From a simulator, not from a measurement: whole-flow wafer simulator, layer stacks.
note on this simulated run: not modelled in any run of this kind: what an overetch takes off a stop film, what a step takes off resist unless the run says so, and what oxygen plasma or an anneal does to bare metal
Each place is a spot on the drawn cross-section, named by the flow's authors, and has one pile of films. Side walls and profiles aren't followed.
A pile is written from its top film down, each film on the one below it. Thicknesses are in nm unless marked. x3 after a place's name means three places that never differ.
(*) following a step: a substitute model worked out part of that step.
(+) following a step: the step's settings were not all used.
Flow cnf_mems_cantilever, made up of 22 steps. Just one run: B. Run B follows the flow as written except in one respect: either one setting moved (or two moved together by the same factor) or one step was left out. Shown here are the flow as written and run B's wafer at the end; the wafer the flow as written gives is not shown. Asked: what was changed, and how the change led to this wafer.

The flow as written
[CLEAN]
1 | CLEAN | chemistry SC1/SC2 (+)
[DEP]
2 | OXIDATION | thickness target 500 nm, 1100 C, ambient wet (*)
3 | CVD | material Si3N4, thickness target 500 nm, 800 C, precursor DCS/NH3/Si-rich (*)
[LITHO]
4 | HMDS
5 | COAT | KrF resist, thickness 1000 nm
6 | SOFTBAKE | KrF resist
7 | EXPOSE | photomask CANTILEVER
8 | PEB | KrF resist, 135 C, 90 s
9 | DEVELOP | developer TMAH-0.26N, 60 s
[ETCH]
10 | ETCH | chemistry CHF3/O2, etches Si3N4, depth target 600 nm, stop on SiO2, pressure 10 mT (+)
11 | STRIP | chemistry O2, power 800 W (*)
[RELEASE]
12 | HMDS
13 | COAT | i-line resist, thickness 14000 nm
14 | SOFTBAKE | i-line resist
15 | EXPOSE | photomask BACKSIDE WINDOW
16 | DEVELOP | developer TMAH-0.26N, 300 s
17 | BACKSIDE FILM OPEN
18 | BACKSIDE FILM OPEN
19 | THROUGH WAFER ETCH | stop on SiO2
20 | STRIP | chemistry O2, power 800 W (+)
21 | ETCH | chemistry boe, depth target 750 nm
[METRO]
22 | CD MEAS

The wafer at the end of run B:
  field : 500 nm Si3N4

Cause: step 10, ETCH: chemistry CHF3/O2, etches Si3N4, depth target 600 nm, stop on SiO2, pressure 10 mT (+), was skipped.

The path from the change to this, step by step:
  11 | STRIP | chemistry O2, power 800 W (*)
      beam: -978 KrF resist (all of it) (as written it would have been: -456.3 KrF resist (all of it))
